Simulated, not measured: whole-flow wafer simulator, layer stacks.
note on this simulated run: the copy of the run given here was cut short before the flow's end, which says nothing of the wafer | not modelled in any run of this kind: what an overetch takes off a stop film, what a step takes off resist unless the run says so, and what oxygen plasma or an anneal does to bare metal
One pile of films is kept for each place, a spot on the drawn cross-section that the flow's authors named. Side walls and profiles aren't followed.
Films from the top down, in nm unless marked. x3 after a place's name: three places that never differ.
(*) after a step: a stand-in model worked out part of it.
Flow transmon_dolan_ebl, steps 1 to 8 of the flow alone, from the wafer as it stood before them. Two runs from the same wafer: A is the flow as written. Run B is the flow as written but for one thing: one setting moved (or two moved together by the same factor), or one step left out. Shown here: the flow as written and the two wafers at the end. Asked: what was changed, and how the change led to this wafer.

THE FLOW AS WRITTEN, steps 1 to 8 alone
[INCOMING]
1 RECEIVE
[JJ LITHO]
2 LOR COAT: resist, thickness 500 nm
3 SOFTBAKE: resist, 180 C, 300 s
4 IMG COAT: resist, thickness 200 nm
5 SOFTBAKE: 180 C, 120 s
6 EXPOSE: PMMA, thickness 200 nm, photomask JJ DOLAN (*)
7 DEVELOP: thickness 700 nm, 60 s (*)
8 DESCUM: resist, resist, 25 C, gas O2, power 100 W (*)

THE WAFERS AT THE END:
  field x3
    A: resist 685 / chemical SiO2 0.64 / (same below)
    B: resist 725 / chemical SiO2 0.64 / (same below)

The cause: step 4, IMG COAT: thickness 240 nm was run, where the flow has thickness 200 nm.

How the change led to this, step by step:
  4 IMG COAT: resist, thickness 200 nm
      field x3, jj_line: A resist +200 | B resist +240
  7 DEVELOP: thickness 700 nm, 60 s (*)
      jj_line: A resist -700 (all of it) | B resist -740 (all of it)
